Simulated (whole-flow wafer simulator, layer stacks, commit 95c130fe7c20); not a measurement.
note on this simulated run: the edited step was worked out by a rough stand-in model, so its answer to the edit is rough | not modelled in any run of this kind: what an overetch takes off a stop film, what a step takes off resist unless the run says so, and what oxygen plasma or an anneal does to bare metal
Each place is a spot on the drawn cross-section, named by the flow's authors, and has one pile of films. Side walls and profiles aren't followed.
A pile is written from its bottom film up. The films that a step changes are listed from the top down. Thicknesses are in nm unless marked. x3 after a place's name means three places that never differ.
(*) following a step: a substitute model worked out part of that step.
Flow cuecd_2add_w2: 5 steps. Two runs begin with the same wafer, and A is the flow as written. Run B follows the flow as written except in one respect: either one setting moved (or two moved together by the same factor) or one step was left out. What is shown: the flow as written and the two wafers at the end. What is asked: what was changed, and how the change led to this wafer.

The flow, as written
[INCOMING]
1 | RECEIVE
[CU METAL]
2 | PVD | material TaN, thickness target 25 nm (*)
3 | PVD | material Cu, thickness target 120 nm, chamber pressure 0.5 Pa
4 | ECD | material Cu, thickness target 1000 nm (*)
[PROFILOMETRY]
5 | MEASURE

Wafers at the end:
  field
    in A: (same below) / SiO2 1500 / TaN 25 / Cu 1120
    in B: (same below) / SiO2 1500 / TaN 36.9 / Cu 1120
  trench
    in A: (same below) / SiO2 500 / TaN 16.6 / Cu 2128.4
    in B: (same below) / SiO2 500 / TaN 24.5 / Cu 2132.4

Cause: step 2, PVD: thickness target 36.9 nm was run, while the flow as written has thickness target 25 nm.
The wafer lets one read it off: field has TaN 36.9, and step 2 as written asks for 25 nm.

Step by step, how the change led to this:
  2 | PVD | material TaN, thickness target 25 nm (*)
      field: A +25 TaN (new film) | B +36.9 TaN (new film)
      trench: A +16.6 TaN (new film) | B +24.5 TaN (new film)
